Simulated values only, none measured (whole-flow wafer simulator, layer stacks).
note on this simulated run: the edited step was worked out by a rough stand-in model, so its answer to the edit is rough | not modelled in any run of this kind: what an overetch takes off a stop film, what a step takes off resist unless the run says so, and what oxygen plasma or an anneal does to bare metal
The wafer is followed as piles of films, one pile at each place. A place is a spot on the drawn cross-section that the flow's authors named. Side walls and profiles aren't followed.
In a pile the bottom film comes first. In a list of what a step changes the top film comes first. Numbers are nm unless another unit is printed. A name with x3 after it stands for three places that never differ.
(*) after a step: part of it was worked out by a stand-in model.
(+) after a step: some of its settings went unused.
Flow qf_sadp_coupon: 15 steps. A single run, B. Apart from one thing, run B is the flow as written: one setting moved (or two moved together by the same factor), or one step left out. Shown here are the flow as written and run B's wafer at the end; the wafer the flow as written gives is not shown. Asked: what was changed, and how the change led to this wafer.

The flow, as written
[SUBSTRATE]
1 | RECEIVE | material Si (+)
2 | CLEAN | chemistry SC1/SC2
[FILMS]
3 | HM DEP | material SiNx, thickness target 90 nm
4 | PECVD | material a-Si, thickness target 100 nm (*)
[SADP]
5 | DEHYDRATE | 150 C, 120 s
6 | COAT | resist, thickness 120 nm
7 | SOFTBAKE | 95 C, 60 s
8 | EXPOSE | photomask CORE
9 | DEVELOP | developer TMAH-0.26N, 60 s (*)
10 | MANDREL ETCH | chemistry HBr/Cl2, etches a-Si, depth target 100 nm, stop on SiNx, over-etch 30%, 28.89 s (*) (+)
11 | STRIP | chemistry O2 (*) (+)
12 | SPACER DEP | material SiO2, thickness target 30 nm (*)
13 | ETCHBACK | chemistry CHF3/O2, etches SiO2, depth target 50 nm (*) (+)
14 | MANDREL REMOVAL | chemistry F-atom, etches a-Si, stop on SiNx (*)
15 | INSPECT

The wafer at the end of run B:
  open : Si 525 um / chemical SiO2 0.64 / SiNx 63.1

The reason: step 4, PECVD: thickness target 75 nm was run, though the flow has thickness target 100 nm.

How this came from the change, step by step:
  4 | PECVD | material a-Si, thickness target 100 nm (*)
      m, open: a-Si gains 75 (new film) (it would be, as written: a-Si gains 100 (new film))
  10 | MANDREL ETCH | chemistry HBr/Cl2, etches a-Si, depth target 100 nm, stop on SiNx, over-etch 30%, 28.89 s (*) (+)
      open: a-Si loses 75 (all of it), SiNx loses 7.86 (it would be, as written: a-Si loses 100 (all of it), SiNx loses 4.29)
  14 | MANDREL REMOVAL | chemistry F-atom, etches a-Si, stop on SiNx (*)
      m: a-Si loses 70.8 (all of it) (it would be, as written: a-Si loses 95.8 (all of it))
